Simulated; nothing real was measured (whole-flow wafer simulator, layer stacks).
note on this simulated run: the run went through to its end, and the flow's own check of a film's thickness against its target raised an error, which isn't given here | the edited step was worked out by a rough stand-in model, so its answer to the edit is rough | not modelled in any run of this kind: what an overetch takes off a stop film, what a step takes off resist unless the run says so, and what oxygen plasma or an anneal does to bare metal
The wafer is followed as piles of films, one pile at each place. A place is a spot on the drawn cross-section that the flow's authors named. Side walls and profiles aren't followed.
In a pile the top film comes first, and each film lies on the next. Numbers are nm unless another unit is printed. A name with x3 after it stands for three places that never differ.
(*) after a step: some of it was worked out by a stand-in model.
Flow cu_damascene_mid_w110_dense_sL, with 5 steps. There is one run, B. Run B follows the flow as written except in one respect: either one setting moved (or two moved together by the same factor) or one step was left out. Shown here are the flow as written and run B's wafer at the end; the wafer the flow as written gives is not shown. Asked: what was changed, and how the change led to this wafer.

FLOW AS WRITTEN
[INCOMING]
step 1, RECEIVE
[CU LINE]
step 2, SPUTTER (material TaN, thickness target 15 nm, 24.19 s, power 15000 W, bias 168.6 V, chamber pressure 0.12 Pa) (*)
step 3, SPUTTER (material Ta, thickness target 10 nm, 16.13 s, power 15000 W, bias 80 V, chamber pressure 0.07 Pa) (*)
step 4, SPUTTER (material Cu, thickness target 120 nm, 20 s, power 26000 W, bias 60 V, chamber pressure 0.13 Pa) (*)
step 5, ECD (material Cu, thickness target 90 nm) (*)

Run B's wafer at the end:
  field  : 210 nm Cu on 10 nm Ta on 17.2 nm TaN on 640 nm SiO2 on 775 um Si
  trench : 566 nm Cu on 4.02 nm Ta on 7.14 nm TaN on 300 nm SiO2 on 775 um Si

The reason: step 2, SPUTTER: thickness target 17.2 nm was run, whereas the flow has thickness target 15 nm; step 2, SPUTTER: 27.82 s was run, where the flow has 24.19 s.
The wafer itself shows it: field has TaN 17.2, and step 2 as written asks for 15 nm.

Step by step, how the change led to this:
  step 2, SPUTTER (material TaN, thickness target 15 nm, 24.19 s, power 15000 W, bias 168.6 V, chamber pressure 0.12 Pa) (*)
      field: TaN gains 17.2 (new film) (it would be, as written: TaN gains 15 (new film))
      trench: TaN gains 7.14 (new film) (it would be, as written: TaN gains 6.23 (new film))
